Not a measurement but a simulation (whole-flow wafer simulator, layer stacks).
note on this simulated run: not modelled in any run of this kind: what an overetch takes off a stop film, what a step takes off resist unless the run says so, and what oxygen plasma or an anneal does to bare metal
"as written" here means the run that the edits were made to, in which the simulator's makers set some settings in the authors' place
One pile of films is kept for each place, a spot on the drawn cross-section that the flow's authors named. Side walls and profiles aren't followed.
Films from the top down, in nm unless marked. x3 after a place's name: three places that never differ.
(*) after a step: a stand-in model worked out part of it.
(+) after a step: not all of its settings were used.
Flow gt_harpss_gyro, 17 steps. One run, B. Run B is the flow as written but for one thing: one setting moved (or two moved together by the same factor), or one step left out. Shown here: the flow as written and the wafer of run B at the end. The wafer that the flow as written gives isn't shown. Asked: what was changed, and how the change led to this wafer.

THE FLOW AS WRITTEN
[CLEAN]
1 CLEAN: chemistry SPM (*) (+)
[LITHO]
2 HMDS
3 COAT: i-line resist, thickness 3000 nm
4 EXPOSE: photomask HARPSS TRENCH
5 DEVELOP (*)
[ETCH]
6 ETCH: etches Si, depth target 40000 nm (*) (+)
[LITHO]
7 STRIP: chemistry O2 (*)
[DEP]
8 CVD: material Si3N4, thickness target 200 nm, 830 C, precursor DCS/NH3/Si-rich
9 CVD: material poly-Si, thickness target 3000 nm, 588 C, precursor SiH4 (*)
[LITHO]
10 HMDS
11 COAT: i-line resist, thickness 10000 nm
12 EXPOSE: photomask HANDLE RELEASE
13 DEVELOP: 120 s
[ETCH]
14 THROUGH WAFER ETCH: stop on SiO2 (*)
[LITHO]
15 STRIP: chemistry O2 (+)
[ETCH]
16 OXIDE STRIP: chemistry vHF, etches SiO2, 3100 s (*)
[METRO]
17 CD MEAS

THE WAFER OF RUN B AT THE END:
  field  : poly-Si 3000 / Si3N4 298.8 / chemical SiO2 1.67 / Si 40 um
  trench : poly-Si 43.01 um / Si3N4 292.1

The cause: step 8, CVD: thickness target 298.8 nm was run, where the flow has thickness target 200 nm.
It can be read off the wafer: field has Si3N4 298.8, and step 8 as written asks for 200 nm.

How the change led to this, step by step:
  8 CVD: material Si3N4, thickness target 200 nm, 830 C, precursor DCS/NH3/Si-rich
      field: Si3N4 +298.8 (new film) (as written it would be: Si3N4 +200 (new film))
      trench: Si3N4 +292.1 (new film) (as written it would be: Si3N4 +195.9 (new film))
